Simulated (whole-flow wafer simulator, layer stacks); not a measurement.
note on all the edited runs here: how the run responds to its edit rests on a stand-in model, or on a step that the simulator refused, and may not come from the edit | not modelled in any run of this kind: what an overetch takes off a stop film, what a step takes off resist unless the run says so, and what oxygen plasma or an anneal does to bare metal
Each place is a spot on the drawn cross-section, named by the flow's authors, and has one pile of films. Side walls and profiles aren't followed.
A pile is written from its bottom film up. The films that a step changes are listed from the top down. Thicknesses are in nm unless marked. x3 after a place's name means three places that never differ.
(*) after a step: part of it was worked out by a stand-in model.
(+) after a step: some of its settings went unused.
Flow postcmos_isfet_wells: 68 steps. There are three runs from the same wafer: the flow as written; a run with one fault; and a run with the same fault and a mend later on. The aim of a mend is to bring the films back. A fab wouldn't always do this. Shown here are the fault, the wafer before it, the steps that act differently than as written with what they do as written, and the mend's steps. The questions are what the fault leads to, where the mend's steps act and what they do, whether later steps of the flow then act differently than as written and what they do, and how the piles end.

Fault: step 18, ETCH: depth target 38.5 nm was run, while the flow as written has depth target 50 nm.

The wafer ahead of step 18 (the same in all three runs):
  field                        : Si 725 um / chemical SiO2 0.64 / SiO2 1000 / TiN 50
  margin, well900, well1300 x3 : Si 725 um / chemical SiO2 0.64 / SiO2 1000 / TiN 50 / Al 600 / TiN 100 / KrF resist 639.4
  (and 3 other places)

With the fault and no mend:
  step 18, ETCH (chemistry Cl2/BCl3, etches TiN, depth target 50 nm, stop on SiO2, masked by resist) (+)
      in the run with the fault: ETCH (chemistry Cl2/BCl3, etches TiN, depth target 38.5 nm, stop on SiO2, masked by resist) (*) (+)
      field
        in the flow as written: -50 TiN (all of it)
        in the run with the fault: -38.5 TiN
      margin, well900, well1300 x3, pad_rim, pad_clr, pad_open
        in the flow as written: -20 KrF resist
        in the run with the fault: -15.4 KrF resist
  Later steps of the flow acting differently than as written (2 other steps are not shown; they differ only slightly, by no more than 2% or 0.5 nm, whichever is larger):
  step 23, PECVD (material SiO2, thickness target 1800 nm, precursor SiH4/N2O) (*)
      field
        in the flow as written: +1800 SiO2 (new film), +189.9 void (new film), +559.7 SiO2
        in the run with the fault: +1800 SiO2 (new film), +181.5 void (new film), +557 SiO2 (new film)
  The piles end different from the flow's at field by more than 2% or 0.5 nm, whichever is larger.
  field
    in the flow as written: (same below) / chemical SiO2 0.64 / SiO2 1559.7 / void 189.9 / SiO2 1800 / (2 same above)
    in the run with the fault: (same below) / chemical SiO2 0.64 / SiO2 1000 / TiN 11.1 / SiO2 557 / void 181.5 / SiO2 1800 / (2 same above)

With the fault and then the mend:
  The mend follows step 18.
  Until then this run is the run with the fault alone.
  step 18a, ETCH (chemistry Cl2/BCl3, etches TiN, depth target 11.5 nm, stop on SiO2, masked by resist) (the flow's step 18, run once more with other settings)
      margin, well900, well1300 x3, pad_rim, pad_clr, pad_open
        -4.6 KrF resist
      field
        -11.5 TiN (all of it)
  Every later step of the flow that is run acts as written at every place that is followed.
  At every place that both follow, the piles at the end match the flow's.
